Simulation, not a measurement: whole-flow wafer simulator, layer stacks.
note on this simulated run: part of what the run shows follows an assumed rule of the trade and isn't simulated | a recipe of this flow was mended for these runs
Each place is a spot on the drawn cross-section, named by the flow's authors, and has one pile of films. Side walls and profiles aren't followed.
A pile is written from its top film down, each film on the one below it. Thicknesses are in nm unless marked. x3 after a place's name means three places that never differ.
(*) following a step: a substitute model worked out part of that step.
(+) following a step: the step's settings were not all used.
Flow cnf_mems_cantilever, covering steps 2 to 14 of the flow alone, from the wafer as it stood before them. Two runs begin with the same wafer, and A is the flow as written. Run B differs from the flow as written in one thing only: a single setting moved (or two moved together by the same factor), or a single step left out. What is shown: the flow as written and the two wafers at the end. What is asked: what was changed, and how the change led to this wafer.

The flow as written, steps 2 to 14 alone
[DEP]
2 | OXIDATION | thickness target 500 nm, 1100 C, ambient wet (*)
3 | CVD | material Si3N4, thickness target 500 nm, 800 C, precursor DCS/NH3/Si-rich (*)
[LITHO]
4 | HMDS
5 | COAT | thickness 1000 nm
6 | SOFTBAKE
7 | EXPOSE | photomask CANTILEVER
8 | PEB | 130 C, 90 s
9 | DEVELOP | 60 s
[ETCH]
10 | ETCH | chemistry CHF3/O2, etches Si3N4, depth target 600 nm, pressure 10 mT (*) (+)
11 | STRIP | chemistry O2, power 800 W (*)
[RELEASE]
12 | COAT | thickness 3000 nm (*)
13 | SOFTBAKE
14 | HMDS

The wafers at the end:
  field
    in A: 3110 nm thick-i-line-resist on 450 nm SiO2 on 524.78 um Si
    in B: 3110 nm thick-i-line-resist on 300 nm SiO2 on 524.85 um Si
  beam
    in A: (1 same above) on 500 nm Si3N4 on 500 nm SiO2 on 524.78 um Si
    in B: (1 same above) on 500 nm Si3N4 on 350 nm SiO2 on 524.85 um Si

What caused this: step 2, OXIDATION: thickness target 350 nm was run, whereas the flow has thickness target 500 nm.
One can read it off the wafer: beam has SiO2 350, and step 2 as written asks for 500 nm.

How this came from the change, step by step:
  2 | OXIDATION | thickness target 500 nm, 1100 C, ambient wet (*)
      field, beam: A SiO2 gains 500 (new film), chemical SiO2 loses 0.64 (all of it), Si loses 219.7 | B SiO2 gains 350 (new film), chemical SiO2 loses 0.64 (all of it), Si loses 153.7
